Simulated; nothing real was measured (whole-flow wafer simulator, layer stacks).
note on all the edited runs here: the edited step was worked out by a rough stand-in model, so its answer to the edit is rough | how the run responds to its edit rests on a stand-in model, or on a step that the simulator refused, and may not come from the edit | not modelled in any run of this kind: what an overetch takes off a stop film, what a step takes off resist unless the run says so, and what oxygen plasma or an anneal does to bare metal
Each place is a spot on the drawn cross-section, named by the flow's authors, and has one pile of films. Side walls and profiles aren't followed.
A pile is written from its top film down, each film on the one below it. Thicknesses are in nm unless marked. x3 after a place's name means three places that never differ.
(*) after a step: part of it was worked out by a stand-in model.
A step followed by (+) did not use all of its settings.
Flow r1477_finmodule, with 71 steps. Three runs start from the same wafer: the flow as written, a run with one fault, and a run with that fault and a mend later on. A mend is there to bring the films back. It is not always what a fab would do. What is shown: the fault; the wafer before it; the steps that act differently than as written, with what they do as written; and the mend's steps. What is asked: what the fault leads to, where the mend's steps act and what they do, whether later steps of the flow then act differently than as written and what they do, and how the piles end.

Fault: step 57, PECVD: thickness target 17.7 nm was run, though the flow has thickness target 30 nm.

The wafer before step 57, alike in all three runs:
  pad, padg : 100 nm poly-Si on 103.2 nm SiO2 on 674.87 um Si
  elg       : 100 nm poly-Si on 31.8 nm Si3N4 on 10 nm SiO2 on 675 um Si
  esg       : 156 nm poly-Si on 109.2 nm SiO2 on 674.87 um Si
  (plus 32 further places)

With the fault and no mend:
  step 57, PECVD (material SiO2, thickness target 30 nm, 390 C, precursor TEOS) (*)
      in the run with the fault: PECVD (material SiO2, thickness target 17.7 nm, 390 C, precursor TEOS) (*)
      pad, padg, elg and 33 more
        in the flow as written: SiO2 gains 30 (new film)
        in the run with the fault: SiO2 gains 17.7 (new film)
  Steps later in the flow that act otherwise than as written (3 other steps are not shown; they differ only slightly, by no more than 2% or 0.5 nm, whichever is larger):
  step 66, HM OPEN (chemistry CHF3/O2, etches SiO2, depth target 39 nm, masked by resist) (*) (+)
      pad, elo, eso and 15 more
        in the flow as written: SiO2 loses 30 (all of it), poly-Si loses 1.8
        in the run with the fault: SiO2 loses 17.7 (all of it), poly-Si loses 1.77
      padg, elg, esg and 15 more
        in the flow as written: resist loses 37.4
        in the run with the fault: resist loses 25.4
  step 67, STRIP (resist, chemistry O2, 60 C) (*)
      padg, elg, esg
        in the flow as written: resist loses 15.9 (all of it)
        in the run with the fault: resist loses 27.8 (all of it)
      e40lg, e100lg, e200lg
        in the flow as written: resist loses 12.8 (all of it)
        in the run with the fault: resist loses 24.7 (all of it)
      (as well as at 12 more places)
  At padg, elg, esg and 15 more, the piles at the end differ from the flow's by more than 2% or 0.5 nm, whichever is larger.
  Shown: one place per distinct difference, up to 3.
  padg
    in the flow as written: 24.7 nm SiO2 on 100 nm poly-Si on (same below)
    in the run with the fault: 12.4 nm SiO2 on 100 nm poly-Si on (same below)
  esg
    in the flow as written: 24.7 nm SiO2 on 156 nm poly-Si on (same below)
    in the run with the fault: 12.4 nm SiO2 on 156 nm poly-Si on (same below)
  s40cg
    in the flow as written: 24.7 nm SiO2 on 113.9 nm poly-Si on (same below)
    in the run with the fault: 12.4 nm SiO2 on 113.9 nm poly-Si on (same below)

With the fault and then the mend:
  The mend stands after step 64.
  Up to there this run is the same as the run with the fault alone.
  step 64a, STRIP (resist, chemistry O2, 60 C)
      padg, elg, esg
        resist loses 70 (all of it)
      e40lg, e100lg, e200lg
        resist loses 66.9 (all of it)
      s40sg, s45sg
        resist loses 91 (all of it)
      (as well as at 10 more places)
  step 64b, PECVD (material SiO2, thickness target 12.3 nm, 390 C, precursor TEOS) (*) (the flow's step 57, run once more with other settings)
      pad, padg, elg and 33 more
        SiO2 gains 12.3
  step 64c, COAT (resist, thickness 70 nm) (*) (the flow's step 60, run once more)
      e40lg, e100lg, e200lg, elo, e40lo, e100lo, e200lo
        resist gains 66.9 (new film)
      pad, padg, elg, esg
        resist gains 70 (new film)
      s40sg, s45sg, s40so, s45so
        resist gains 91 (new film)
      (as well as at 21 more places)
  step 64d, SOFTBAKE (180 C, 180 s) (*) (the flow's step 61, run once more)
      leaves every film unchanged at each place that is followed
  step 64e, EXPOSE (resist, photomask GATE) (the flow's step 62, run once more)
      leaves every film unchanged at each place that is followed
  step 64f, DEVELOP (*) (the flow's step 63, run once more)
      elo, e40lo, e100lo, e200lo
        resist loses 66.9 (all of it)
      eso, e40so
        resist loses 129.5 (all of it)
      s40so, s45so
        resist loses 91 (all of it)
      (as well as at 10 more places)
  None of the later steps of the flow acts differently than as written at any place that is followed.
  By the end, the piles equal the flow's at every place that both follow.
